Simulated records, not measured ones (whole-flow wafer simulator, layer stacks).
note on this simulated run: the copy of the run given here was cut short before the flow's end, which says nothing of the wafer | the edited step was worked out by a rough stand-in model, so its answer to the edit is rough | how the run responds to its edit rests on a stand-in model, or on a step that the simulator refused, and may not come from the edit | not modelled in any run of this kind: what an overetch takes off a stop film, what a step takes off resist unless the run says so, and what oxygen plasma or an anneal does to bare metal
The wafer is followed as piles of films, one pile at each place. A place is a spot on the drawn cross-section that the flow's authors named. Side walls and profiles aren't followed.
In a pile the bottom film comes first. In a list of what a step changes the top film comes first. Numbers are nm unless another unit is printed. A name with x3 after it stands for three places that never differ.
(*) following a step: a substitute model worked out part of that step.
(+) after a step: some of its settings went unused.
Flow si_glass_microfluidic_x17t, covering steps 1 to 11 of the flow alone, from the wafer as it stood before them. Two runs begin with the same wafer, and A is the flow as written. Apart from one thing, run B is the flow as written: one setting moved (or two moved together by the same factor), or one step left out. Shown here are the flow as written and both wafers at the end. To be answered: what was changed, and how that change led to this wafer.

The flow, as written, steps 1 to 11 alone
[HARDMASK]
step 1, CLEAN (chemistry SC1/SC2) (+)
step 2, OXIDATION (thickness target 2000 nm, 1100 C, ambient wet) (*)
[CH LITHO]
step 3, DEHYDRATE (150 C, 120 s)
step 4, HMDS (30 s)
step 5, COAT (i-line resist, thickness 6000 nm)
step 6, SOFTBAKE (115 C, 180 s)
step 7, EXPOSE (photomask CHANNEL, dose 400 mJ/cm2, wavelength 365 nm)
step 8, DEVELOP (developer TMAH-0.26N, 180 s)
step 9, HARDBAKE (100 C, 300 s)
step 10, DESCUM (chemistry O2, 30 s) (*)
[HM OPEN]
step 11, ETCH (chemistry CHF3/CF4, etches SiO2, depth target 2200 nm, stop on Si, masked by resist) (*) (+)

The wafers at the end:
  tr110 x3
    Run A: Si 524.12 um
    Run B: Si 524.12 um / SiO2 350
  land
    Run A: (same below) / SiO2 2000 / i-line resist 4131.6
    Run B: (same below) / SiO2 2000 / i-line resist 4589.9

Cause: step 11, ETCH: depth target 1650 nm was run, whereas the flow has depth target 2200 nm.

How this came from the change, step by step:
  step 11, ETCH (chemistry CHF3/CF4, etches SiO2, depth target 2200 nm, stop on Si, masked by resist) (*) (+)
      tr110 x3: A SiO2 loses 2000 (all of it) | B SiO2 loses 1650
      land: A i-line resist loses 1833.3 | B i-line resist loses 1375
